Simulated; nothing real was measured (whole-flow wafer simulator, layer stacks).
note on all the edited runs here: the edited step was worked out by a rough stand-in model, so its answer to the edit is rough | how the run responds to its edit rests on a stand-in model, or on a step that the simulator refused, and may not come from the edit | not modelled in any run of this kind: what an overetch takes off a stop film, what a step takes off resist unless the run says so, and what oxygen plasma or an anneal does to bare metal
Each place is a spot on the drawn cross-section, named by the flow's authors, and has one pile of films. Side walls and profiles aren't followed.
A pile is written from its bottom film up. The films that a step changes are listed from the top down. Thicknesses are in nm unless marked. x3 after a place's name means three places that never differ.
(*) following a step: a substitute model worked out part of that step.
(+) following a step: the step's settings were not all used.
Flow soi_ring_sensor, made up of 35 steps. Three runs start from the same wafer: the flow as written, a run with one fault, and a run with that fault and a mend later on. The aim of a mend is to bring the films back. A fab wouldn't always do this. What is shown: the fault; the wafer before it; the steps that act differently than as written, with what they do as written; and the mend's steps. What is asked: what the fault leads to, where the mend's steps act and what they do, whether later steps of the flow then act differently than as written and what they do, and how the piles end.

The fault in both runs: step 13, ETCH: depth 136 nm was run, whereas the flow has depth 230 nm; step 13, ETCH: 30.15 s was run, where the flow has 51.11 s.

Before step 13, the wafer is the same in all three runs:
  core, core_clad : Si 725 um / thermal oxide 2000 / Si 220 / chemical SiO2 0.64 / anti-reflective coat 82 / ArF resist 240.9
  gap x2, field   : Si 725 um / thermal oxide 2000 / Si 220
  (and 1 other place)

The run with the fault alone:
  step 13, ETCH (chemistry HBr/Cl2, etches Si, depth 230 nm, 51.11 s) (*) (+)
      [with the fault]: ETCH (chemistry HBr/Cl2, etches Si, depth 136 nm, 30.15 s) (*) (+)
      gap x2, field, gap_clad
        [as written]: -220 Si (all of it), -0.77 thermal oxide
        [with the fault]: -136 Si
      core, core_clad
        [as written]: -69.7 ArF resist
        [with the fault]: -41.1 ArF resist
  Steps later in the flow that act otherwise than as written (not shown: 1 more step that differs only slightly, by at most 2% or 0.5 nm, whichever is larger):
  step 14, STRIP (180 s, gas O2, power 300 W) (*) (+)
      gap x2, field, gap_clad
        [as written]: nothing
        [with the fault]: +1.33 chemical SiO2 (new film), -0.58 Si
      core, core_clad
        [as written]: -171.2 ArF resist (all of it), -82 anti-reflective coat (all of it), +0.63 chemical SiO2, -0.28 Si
        [with the fault]: -199.8 ArF resist (all of it), -82 anti-reflective coat (all of it), +0.62 chemical SiO2, -0.27 Si
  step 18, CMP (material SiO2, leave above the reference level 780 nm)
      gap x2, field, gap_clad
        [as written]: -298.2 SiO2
        [with the fault]: -383.8 SiO2
  By the end, the piles at field depart from the flow's by more than 2% or 0.5 nm, whichever is larger.
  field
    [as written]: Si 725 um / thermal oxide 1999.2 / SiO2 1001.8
    [with the fault]: Si 725 um / thermal oxide 2000 / Si 83.4 / chemical SiO2 1.33 / SiO2 916.2

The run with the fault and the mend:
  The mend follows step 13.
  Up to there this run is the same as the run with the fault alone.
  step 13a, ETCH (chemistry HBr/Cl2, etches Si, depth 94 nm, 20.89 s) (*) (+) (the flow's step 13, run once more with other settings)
      gap x2, field, gap_clad
        -84 Si (all of it), -0.77 thermal oxide
      core, core_clad
        -28.5 ArF resist
  Every later step of the flow that is run acts as written, at every place that is followed, to within 2% or 0.5 nm, whichever is larger.
  The piles end the same as the flow's at every place that both follow.
